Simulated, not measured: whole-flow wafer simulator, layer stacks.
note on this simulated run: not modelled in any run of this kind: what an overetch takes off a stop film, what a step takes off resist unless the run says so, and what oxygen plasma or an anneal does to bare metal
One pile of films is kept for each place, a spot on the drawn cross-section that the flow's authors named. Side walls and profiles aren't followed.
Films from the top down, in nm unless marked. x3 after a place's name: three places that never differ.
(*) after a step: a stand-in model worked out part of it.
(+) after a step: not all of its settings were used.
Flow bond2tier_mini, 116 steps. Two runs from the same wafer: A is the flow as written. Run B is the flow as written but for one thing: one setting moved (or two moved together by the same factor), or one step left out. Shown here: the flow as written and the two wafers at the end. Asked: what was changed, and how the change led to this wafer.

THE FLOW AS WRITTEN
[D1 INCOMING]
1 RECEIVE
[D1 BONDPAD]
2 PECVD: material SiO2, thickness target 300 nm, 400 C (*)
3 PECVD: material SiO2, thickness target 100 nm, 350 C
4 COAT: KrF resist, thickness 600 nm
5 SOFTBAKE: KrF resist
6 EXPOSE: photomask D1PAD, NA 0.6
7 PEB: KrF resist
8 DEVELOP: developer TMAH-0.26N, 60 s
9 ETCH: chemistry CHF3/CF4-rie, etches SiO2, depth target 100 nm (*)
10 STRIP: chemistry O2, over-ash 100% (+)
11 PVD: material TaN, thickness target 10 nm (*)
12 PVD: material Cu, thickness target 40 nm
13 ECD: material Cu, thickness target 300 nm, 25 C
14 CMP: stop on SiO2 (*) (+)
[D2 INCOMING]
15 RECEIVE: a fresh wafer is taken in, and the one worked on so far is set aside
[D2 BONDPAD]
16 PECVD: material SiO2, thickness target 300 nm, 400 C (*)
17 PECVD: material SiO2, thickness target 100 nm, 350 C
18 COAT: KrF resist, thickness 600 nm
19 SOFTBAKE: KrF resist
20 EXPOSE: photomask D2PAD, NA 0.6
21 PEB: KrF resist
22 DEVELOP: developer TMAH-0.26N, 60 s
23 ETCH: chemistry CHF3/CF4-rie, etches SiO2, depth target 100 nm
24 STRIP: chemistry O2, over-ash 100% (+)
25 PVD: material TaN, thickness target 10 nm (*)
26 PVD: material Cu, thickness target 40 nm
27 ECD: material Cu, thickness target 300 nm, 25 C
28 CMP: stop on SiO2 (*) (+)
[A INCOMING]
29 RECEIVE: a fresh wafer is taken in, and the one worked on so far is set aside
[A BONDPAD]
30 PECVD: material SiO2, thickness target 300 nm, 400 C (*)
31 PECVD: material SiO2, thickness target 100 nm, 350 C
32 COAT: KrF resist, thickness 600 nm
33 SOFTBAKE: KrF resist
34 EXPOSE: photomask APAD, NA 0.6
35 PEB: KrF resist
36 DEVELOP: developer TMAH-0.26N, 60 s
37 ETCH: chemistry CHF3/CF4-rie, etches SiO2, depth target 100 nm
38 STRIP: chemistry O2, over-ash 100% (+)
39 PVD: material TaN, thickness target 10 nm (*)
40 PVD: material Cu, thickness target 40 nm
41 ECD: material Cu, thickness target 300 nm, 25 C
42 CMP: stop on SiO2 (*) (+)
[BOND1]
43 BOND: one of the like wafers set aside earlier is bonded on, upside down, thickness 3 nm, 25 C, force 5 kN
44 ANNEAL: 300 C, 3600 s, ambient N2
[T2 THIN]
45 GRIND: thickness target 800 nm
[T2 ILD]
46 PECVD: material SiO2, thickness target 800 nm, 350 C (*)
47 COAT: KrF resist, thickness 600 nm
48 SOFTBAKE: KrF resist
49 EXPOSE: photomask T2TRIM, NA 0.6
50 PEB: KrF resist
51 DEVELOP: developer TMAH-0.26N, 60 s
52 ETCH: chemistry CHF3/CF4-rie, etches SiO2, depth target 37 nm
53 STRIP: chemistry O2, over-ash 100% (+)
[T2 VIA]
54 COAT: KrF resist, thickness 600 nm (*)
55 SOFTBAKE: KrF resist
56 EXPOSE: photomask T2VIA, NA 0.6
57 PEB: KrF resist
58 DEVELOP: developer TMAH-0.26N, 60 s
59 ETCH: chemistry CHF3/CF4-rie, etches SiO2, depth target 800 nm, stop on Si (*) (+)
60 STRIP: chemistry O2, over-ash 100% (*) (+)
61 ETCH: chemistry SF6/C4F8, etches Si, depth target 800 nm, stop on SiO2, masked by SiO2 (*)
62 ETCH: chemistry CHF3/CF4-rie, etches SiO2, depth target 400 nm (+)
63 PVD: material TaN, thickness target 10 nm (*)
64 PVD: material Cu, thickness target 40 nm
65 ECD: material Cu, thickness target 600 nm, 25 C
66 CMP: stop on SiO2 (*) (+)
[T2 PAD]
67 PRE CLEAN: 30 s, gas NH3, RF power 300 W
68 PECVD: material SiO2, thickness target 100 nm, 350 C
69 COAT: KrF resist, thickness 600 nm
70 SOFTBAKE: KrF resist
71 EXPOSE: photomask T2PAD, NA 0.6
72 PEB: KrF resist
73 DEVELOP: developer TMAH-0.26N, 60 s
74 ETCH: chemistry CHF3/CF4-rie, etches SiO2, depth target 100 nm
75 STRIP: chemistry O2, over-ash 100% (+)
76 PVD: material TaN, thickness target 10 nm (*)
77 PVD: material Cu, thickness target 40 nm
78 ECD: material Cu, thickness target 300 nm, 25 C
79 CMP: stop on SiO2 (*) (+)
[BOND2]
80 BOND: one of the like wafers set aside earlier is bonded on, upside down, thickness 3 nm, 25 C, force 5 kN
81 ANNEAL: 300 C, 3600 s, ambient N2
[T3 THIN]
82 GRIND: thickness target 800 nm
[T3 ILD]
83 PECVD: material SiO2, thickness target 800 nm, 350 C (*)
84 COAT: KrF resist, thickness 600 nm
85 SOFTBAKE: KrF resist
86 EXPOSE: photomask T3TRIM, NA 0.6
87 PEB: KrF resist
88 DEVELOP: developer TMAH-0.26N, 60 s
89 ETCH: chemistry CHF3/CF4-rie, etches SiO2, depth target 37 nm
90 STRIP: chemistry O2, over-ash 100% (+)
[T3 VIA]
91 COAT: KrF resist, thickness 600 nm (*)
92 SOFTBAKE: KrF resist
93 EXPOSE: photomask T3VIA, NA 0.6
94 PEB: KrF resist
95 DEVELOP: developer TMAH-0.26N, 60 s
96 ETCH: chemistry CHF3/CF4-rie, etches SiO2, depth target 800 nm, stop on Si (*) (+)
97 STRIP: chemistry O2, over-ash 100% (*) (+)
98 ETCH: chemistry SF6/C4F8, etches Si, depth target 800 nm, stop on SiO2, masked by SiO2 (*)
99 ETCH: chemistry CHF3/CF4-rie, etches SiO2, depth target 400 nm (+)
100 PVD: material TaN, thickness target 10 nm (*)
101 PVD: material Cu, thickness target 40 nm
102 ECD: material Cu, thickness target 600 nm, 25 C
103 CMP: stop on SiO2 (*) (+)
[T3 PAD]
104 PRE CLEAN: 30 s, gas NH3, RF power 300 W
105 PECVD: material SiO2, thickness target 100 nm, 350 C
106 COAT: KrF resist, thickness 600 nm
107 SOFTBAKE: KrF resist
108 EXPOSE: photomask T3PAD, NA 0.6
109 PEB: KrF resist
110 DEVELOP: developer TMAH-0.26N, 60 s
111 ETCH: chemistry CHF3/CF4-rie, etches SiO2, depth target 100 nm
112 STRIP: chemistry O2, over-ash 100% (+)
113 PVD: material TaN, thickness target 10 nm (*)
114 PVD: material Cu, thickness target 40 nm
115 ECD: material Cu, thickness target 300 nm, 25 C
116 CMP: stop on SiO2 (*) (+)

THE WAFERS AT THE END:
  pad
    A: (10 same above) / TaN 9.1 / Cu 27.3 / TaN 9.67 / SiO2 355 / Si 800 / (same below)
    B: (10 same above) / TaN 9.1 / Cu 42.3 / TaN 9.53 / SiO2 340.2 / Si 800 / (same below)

The cause: step 52, ETCH: depth target 51.8 nm was run, where the flow has depth target 37 nm.

How the change led to this, step by step:
  52 ETCH: chemistry CHF3/CF4-rie, etches SiO2, depth target 37 nm
      pad, via: A SiO2 -37 | B SiO2 -51.8
      field: A KrF resist -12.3 | B KrF resist -17.3
  60 STRIP: chemistry O2, over-ash 100% (*) (+)
      field: A KrF resist -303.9 (all of it) | B KrF resist -297.6 (all of it)
  65 ECD: material Cu, thickness target 600 nm, 25 C
      pad: A Cu +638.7 | B Cu +654.2
